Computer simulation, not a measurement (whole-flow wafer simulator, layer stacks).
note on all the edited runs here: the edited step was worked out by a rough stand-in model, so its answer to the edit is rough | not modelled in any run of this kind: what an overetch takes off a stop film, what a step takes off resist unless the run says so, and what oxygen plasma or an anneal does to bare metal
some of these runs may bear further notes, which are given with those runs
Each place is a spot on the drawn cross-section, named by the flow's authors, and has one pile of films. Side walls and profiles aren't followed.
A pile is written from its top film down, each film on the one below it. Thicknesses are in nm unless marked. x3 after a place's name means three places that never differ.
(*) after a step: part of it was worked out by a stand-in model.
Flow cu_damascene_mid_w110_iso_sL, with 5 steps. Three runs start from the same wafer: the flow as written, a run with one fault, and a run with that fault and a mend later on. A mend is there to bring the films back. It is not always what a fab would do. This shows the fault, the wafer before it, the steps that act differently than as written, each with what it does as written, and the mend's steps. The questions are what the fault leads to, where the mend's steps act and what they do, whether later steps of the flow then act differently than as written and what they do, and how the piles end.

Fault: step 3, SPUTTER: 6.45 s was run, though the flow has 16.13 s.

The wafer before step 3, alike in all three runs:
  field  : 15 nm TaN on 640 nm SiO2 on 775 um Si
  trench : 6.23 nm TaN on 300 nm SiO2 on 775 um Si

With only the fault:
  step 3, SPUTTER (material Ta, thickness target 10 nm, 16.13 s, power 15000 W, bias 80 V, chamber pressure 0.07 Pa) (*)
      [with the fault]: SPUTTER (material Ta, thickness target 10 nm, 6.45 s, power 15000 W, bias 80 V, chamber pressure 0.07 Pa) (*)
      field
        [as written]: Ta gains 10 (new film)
        [with the fault]: Ta gains 4 (new film)
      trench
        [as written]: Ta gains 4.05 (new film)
        [with the fault]: Ta gains 1.62 (new film)
  Every later step of the flow that is run acts as written, at every place that is followed, to within 2% or 0.5 nm, whichever is larger.
  At field, trench, the piles at the end differ from the flow's by more than 2% or 0.5 nm, whichever is larger.
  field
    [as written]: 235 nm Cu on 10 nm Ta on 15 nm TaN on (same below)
    [with the fault]: 235 nm Cu on 4 nm Ta on 15 nm TaN on (same below)
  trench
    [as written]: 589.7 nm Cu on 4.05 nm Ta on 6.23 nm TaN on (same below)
    [with the fault]: 586.2 nm Cu on 1.62 nm Ta on 6.23 nm TaN on (same below)

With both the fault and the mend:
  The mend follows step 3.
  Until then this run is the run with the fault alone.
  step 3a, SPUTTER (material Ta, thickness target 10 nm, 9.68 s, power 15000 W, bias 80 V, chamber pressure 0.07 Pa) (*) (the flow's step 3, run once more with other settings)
      field
        Ta gains 6
      trench
        Ta gains 2.39
  Every later step of the flow that is run acts as written at every place that is followed.
  When the end is reached, the piles differ only a little from the flow's at the places that both follow, at most by 2% or 0.5 nm, whichever is larger.
